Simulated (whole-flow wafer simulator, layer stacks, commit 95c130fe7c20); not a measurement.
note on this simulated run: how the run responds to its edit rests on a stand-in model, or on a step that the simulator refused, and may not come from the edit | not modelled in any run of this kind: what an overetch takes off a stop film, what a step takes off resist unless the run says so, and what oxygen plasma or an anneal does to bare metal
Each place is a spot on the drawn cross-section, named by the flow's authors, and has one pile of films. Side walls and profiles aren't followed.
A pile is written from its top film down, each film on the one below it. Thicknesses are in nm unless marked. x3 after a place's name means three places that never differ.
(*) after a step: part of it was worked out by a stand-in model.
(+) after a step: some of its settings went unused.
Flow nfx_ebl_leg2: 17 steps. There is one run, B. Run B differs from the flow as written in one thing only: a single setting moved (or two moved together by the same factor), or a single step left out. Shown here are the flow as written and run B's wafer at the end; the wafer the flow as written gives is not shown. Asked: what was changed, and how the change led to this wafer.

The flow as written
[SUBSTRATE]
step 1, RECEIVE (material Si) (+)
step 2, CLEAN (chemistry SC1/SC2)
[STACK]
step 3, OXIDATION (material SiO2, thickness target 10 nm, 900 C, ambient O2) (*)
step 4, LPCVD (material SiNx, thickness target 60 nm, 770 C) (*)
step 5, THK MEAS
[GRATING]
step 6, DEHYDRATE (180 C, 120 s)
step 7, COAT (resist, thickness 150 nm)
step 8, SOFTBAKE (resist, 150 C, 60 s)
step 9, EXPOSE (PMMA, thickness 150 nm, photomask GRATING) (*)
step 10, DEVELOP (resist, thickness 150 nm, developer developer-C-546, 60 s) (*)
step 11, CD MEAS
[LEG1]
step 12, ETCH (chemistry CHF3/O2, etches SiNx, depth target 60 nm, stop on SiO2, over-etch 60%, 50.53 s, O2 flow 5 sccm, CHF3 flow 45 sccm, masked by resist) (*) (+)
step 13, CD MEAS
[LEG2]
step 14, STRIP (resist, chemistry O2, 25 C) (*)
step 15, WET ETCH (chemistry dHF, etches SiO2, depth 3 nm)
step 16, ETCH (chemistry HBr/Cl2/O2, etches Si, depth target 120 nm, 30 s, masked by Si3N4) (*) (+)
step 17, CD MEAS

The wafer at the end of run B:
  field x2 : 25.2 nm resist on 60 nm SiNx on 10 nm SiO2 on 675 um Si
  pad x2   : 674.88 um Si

What caused this: step 14, STRIP: resist, chemistry O2, 25 C (*), was not run.

The path from the change to this, step by step:
  step 15, WET ETCH (chemistry dHF, etches SiO2, depth 3 nm)
      pad x2: nothing (as written it would have been: -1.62 chemical SiO2 (all of it))
  step 16, ETCH (chemistry HBr/Cl2/O2, etches Si, depth target 120 nm, 30 s, masked by Si3N4) (*) (+)
      field x2: -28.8 resist (as written it would have been: -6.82 SiNx)
